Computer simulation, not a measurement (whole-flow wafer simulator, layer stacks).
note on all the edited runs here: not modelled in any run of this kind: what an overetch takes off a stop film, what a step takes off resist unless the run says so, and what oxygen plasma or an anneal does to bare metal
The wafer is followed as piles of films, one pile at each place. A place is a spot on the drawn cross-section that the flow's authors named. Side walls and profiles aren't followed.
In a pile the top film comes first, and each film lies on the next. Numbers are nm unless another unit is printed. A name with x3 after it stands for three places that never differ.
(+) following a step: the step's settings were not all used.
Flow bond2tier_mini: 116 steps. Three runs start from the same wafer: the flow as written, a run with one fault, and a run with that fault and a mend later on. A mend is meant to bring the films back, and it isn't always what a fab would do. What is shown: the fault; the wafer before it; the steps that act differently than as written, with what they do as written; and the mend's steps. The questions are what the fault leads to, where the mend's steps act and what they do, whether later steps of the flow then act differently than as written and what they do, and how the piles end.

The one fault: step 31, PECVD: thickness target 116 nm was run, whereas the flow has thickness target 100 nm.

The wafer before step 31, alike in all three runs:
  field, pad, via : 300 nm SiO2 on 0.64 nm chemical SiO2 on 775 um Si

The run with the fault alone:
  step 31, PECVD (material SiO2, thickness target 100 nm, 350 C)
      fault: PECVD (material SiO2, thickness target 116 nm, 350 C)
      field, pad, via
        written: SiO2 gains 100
        fault: SiO2 gains 116
  Every later step of the flow that is run acts as written at every place that is followed.
  The piles end different from the flow's at pad by more than 2% or 0.5 nm, whichever is larger.
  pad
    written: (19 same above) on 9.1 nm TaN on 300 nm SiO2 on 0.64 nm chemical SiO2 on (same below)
    fault: (19 same above) on 9.1 nm TaN on 316 nm SiO2 on 0.64 nm chemical SiO2 on (same below)

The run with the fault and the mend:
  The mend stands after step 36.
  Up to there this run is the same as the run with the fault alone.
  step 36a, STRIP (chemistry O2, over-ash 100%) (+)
      field
        KrF resist loses 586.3 (all of it)
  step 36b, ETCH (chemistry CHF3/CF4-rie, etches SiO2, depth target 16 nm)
      field, pad, via
        SiO2 loses 16
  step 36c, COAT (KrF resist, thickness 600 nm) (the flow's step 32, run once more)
      field, pad, via
        KrF resist gains 600 (new film)
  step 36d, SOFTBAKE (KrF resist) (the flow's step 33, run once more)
      does not change any film at any place that is followed
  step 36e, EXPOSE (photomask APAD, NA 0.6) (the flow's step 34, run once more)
      does not change any film at any place that is followed
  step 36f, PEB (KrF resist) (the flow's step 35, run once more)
      does not change any film at any place that is followed
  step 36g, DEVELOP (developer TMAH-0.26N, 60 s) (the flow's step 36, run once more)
      pad, via
        KrF resist loses 600 (all of it)
      field
        KrF resist loses 13.7
  Every later step of the flow that is run acts as written at every place that is followed.
  The piles end the same as the flow's at every place that both follow.
